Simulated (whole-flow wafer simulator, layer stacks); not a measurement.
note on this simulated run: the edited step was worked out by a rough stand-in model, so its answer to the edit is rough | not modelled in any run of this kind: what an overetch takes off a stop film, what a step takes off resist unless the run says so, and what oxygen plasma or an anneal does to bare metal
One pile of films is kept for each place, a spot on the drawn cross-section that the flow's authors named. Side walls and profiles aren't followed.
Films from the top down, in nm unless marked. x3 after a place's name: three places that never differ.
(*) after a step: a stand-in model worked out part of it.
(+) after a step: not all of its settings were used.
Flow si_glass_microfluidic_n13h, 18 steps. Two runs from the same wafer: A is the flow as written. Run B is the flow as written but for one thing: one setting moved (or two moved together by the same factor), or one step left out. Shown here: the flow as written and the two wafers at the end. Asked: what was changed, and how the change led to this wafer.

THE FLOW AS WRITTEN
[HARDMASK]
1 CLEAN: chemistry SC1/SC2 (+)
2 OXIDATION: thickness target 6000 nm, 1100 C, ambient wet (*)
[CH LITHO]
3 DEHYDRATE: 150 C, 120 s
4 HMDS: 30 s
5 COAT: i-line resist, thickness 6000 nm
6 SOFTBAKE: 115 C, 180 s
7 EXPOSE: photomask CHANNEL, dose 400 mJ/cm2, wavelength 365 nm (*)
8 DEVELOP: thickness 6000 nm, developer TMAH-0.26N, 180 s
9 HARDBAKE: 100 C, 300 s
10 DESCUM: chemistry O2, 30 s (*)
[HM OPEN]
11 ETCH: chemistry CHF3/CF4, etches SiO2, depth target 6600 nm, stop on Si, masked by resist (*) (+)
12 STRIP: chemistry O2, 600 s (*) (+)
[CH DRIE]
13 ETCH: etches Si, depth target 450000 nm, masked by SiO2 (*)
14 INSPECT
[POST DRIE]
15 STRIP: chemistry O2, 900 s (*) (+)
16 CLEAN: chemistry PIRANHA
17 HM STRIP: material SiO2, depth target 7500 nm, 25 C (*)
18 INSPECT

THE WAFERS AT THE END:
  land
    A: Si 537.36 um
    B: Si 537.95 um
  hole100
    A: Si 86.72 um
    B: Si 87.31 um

The cause: step 2, OXIDATION: thickness target 4650 nm was run, where the flow has thickness target 6000 nm.

How the change led to this, step by step:
  2 OXIDATION: thickness target 6000 nm, 1100 C, ambient wet (*)
      land, hole100: A SiO2 +6000 (new film), chemical SiO2 -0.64 (all of it), Si -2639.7 | B SiO2 +4650 (new film), chemical SiO2 -0.64 (all of it), Si -2045.7
  11 ETCH: chemistry CHF3/CF4, etches SiO2, depth target 6600 nm, stop on Si, masked by resist (*) (+)
      hole100: A SiO2 -6000 (all of it) | B SiO2 -4650 (all of it)
  17 HM STRIP: material SiO2, depth target 7500 nm, 25 C (*)
      land: A SiO2 -2995.7 (all of it) | B SiO2 -1645.7 (all of it)
